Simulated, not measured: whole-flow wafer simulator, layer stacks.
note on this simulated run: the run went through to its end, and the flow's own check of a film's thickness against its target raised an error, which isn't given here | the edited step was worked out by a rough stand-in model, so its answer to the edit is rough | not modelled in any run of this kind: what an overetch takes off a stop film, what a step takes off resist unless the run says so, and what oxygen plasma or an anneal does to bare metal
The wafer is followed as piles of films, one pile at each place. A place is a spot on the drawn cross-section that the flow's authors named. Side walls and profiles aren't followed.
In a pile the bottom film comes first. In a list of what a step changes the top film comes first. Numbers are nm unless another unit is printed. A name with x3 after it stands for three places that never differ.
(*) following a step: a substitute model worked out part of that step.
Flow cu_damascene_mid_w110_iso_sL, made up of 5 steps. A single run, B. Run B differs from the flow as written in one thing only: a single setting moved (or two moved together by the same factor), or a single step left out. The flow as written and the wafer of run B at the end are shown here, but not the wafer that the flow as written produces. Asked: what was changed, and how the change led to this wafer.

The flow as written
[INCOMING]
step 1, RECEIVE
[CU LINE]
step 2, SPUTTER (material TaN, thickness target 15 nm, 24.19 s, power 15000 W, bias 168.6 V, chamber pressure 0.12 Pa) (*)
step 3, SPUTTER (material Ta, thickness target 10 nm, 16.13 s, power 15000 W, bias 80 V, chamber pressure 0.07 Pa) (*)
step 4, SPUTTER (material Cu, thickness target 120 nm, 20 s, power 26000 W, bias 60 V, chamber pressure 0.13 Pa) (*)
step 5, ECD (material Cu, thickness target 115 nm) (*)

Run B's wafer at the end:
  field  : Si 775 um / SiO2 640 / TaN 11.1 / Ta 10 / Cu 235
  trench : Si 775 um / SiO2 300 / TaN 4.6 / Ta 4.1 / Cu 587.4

The reason: step 2, SPUTTER: power 11080 W was run, whereas the flow has power 15000 W.

Step by step, how the change led to this:
  step 2, SPUTTER (material TaN, thickness target 15 nm, 24.19 s, power 15000 W, bias 168.6 V, chamber pressure 0.12 Pa) (*)
      field: TaN gains 11.1 (new film) (it would be, as written: TaN gains 15 (new film))
      trench: TaN gains 4.6 (new film) (it would be, as written: TaN gains 6.23 (new film))
